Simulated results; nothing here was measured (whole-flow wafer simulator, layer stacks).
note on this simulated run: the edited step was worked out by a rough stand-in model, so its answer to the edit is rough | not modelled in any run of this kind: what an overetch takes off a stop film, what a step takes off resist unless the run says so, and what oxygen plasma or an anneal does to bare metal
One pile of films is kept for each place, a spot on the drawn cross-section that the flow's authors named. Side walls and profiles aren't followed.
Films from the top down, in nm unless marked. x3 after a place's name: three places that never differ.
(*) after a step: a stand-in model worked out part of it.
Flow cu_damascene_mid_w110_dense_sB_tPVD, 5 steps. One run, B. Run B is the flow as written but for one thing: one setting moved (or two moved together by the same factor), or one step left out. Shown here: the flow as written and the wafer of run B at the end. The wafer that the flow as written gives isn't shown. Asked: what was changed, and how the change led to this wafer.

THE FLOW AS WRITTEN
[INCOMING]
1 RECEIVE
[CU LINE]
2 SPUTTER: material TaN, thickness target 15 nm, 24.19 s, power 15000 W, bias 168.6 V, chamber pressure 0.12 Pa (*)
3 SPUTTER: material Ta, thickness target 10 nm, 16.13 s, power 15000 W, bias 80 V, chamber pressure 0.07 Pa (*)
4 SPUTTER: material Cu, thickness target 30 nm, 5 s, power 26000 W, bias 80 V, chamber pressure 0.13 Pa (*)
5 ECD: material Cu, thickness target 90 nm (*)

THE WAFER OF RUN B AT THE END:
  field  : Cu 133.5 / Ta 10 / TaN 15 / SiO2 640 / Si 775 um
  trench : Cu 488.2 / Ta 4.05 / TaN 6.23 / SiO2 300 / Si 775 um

The cause: step 4, SPUTTER: thickness target 43.5 nm was run, where the flow has thickness target 30 nm.

How the change led to this, step by step:
  4 SPUTTER: material Cu, thickness target 30 nm, 5 s, power 26000 W, bias 80 V, chamber pressure 0.13 Pa (*)
      field: Cu +43.5 (new film) (as written it would be: Cu +30 (new film))
      trench: Cu +18.1 (new film) (as written it would be: Cu +12.5 (new film))
